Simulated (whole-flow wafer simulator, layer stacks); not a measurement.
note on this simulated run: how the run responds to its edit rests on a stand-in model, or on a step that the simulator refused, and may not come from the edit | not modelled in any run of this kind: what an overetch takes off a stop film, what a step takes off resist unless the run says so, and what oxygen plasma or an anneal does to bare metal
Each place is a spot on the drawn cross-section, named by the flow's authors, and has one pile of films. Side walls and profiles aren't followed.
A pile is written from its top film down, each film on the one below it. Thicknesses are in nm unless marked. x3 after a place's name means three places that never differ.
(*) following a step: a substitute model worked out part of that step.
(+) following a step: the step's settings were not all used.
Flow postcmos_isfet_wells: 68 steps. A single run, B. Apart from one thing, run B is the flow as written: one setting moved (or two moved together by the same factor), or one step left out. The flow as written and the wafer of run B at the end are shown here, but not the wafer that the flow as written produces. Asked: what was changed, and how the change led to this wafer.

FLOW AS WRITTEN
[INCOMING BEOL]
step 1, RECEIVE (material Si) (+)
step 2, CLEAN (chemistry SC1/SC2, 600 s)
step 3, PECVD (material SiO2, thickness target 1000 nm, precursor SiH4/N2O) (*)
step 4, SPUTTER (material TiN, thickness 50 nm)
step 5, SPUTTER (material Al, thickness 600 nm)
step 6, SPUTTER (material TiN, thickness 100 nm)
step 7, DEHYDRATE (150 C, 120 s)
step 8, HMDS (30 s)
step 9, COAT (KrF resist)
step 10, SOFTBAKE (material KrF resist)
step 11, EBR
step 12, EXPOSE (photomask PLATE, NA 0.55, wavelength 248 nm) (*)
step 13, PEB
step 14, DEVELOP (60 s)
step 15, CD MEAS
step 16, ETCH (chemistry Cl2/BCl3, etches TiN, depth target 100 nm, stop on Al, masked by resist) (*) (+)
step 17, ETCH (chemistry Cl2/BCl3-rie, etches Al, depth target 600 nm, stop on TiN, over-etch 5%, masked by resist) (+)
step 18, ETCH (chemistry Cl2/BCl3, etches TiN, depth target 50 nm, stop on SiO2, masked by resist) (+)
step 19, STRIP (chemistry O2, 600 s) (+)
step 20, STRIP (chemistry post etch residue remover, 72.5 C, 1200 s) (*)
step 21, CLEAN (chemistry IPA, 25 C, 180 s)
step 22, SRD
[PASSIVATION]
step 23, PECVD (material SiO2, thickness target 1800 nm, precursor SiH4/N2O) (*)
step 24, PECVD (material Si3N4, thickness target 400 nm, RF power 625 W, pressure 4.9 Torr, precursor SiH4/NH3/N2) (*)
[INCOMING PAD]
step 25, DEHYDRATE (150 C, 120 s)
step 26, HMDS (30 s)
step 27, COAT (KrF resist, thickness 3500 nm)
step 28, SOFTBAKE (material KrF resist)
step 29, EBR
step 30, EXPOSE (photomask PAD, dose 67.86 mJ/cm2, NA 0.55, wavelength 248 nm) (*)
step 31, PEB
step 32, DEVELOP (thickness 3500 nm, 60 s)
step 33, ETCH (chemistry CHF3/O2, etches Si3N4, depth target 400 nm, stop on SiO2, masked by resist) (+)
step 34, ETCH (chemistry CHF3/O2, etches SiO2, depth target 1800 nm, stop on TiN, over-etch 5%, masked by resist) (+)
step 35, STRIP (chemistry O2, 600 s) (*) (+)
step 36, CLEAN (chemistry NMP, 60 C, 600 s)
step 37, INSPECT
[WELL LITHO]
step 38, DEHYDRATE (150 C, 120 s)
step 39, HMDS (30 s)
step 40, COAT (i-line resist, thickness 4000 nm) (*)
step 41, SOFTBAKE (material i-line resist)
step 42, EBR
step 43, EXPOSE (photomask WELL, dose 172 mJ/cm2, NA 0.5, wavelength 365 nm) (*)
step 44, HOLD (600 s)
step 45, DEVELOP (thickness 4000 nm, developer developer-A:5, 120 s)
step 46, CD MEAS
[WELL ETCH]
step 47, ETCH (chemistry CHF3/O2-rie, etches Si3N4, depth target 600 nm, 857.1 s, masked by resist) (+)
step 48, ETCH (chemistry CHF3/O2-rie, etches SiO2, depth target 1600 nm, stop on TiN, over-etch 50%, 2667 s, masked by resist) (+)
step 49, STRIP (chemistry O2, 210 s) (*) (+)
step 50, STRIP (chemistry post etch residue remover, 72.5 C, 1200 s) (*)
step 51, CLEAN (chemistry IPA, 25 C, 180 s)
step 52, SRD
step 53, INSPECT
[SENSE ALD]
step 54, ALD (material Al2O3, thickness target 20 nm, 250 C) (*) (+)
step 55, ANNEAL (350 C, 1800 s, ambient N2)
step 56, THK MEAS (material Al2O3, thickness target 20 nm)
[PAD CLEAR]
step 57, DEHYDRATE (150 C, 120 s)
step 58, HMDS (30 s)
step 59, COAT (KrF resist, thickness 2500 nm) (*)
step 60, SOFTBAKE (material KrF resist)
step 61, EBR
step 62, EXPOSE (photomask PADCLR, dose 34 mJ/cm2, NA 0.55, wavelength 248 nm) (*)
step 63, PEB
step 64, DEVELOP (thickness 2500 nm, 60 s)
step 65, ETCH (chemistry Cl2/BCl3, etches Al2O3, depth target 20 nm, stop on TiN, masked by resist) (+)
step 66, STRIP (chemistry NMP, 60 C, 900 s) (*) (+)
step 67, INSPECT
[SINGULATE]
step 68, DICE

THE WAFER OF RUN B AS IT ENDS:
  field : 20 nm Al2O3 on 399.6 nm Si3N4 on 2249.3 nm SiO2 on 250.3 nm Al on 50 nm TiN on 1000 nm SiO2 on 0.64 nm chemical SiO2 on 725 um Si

What caused this: step 17, ETCH: depth target 294 nm was run, whereas the flow has depth target 600 nm.

Step by step, how the change led to this:
  step 17, ETCH (chemistry Cl2/BCl3-rie, etches Al, depth target 600 nm, stop on TiN, over-etch 5%, masked by resist) (+)
      field: -294 Al (it would be, as written: -600 Al (all of it))
      margin, well900, well1300 x3, pad_rim, pad_clr, pad_open: -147 KrF resist (it would be, as written: -300 KrF resist)
  step 18, ETCH (chemistry Cl2/BCl3, etches TiN, depth target 50 nm, stop on SiO2, masked by resist) (+)
      field: -50 Al (it would be, as written: -50 TiN (all of it))
  step 19, STRIP (chemistry O2, 600 s) (+)
      margin, well900, well1300 x3, pad_rim, pad_clr, pad_open: -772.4 KrF resist (all of it) (it would be, as written: -619.4 KrF resist (all of it))
  step 20, STRIP (chemistry post etch residue remover, 72.5 C, 1200 s) (*)
      field: -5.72 Al (it would be, as written: nothing)
  step 23, PECVD (material SiO2, thickness target 1800 nm, precursor SiH4/N2O) (*)
      field: +2249.3 SiO2 (new film) (it would be, as written: +1800 SiO2 (new film), +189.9 void (new film), +559.7 SiO2)
Taking metal films that touch as one body, field has 1 body; the flow as written gives 0 bodies.
